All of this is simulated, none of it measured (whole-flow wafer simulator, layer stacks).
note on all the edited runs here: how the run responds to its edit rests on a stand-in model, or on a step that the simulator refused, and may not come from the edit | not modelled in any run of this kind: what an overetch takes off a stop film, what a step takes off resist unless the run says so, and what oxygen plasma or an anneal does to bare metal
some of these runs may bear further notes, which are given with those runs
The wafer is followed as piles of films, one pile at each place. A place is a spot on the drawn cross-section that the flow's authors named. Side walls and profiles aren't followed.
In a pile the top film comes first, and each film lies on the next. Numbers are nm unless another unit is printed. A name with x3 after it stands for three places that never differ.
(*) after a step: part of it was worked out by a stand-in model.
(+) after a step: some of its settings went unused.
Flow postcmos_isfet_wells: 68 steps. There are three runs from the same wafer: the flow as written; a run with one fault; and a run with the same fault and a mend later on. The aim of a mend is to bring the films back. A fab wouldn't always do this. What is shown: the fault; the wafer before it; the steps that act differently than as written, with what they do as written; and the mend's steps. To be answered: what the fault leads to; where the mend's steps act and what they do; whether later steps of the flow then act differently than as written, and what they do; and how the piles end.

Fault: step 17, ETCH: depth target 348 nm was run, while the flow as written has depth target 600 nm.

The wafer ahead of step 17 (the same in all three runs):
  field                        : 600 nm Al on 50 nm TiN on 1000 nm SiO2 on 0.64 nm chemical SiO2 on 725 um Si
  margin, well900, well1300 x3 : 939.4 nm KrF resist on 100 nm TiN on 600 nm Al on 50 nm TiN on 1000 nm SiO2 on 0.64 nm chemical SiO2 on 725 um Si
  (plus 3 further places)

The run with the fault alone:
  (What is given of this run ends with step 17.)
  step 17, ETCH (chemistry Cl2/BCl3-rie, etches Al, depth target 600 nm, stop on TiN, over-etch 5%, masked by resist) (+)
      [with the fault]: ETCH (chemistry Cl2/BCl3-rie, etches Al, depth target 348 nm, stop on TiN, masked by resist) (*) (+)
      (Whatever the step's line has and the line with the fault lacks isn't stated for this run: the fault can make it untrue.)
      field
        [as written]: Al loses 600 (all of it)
        [with the fault]: Al loses 348
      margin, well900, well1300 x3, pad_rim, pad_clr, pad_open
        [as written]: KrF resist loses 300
        [with the fault]: KrF resist loses 174
  Once step 17 is done, the piles at field, margin, well900, well1300 x3, pad_rim, pad_clr, pad_open depart from the flow's by more than 2% or 0.5 nm, whichever is larger.
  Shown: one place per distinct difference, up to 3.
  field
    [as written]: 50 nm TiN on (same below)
    [with the fault]: 252 nm Al on 50 nm TiN on (same below)
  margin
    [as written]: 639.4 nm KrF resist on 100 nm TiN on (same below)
    [with the fault]: 765.4 nm KrF resist on 100 nm TiN on (same below)

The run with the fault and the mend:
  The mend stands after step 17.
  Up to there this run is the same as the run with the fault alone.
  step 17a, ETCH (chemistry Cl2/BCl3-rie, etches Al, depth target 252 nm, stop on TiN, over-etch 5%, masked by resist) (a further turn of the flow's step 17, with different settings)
      margin, well900, well1300 x3, pad_rim, pad_clr, pad_open
        KrF resist loses 126
      field
        Al loses 252 (all of it)
  Later steps of the flow that are run all act as written at every place that is followed.
  At every place that both follow, the piles at the end match the flow's.
